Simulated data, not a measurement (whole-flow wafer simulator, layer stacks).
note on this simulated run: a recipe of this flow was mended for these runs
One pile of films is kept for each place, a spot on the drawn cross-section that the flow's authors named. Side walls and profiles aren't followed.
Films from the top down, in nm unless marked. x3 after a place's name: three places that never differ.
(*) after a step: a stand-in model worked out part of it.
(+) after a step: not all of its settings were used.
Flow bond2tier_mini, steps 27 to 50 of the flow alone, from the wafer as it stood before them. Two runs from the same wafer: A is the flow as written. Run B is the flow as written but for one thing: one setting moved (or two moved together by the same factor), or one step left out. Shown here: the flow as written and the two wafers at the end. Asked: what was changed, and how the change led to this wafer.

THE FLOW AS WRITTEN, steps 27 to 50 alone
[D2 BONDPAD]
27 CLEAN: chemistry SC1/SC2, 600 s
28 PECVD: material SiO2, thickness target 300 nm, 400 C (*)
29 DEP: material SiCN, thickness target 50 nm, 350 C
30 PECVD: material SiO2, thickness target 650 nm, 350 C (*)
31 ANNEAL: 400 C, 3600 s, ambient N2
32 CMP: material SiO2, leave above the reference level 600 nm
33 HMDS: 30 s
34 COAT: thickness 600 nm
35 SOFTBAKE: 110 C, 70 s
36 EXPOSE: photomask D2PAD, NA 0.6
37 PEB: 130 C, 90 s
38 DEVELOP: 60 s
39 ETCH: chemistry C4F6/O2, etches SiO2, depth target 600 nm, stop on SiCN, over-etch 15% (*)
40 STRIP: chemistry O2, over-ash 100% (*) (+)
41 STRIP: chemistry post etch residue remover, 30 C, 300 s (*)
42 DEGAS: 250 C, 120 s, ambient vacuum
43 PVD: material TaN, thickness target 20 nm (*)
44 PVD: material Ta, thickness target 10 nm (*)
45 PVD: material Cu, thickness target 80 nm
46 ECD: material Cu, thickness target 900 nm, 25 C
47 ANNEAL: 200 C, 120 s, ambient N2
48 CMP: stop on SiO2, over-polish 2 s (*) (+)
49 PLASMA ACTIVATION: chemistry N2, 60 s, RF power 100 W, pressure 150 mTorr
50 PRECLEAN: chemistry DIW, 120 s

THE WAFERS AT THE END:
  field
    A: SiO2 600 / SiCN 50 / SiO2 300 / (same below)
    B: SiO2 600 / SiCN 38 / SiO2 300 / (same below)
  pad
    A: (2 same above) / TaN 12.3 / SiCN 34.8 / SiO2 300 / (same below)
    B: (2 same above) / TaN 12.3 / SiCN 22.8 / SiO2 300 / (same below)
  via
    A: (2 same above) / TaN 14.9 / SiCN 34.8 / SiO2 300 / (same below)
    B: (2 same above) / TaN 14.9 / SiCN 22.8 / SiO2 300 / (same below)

The cause: step 29, DEP: thickness target 38 nm was run, where the flow has thickness target 50 nm.
It can be read off the wafer: field has SiCN 38, and step 29 as written asks for 50 nm.

How the change led to this, step by step:
  29 DEP: material SiCN, thickness target 50 nm, 350 C
      field, pad, via: A SiCN +50 (new film) | B SiCN +38 (new film)
